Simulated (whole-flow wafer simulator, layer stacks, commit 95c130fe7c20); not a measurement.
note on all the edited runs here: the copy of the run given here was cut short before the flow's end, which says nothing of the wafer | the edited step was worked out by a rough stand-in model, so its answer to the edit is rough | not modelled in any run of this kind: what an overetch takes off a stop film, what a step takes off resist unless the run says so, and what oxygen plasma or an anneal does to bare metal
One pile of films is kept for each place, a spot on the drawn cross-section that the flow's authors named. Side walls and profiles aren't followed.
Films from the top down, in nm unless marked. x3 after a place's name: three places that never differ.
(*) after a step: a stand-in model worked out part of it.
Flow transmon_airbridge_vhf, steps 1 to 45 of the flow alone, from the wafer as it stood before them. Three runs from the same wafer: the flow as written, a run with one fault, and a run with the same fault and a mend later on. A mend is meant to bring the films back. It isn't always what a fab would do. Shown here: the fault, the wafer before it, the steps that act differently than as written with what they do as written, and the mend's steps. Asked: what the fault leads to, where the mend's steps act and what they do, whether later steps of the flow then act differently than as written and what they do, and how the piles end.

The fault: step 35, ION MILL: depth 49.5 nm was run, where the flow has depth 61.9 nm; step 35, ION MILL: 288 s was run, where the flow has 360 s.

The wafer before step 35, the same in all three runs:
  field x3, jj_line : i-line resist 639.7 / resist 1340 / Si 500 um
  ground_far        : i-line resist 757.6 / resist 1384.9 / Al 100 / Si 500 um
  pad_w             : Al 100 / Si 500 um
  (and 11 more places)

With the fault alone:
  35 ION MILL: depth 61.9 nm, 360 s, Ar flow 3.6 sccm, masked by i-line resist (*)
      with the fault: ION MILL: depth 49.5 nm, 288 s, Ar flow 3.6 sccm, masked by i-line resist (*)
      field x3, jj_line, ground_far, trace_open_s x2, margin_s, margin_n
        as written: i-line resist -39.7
        with the fault: i-line resist -31.8
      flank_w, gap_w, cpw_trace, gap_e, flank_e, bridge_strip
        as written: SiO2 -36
        with the fault: SiO2 -28.8
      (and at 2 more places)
  Later steps of the flow that act differently than as written (3 more steps differ only slightly, by at most 2% or 0.5 nm, whichever is larger, and aren't shown):
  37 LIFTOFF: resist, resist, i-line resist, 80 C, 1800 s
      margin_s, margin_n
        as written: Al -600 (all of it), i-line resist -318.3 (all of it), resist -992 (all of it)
        with the fault: Al -600 (all of it), i-line resist -326.2 (all of it), resist -992 (all of it)
  At the end the piles differ from the flow's only slightly at the places that both follow, by at most 2% or 0.5 nm, whichever is larger.

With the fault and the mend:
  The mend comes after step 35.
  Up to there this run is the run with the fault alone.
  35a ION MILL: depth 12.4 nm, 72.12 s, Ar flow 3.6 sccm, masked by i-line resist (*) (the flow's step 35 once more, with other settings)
      field x3, jj_line, ground_far, trace_open_s x2, margin_s, margin_n
        i-line resist -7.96
      flank_w, gap_w, cpw_trace, gap_e, flank_e, bridge_strip
        SiO2 -7.21
      pad_w, pad_e
        Al -12.4
  No later step of the flow acts differently than as written at any place that is followed.
  At the end the piles are the same as the flow's at every place that both follow.
